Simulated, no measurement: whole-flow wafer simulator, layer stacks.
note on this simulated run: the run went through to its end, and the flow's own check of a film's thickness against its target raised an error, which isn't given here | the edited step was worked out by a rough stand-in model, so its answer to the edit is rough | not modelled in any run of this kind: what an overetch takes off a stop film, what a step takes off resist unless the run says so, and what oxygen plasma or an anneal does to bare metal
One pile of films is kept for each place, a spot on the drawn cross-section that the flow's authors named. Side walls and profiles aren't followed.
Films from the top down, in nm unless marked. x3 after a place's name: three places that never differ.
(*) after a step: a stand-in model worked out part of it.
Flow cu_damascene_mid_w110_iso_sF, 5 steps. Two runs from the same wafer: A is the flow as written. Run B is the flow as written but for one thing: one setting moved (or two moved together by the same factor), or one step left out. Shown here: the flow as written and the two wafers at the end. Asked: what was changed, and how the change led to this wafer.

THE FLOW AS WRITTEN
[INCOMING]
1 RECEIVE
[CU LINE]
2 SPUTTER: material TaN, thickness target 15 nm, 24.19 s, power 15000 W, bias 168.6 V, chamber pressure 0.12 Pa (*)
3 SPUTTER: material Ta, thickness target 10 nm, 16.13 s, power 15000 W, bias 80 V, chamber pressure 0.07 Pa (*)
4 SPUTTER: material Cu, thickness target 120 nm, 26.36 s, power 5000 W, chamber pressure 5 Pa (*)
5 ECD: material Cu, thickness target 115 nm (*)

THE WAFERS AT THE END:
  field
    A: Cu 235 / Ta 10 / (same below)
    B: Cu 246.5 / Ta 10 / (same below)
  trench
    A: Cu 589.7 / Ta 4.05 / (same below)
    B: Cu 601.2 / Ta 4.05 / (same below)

The cause: step 5, ECD: thickness target 126.5 nm was run, where the flow has thickness target 115 nm.

How the change led to this, step by step:
  5 ECD: material Cu, thickness target 115 nm (*)
      field: A Cu +115 | B Cu +126.5
      trench: A Cu +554 | B Cu +565.5
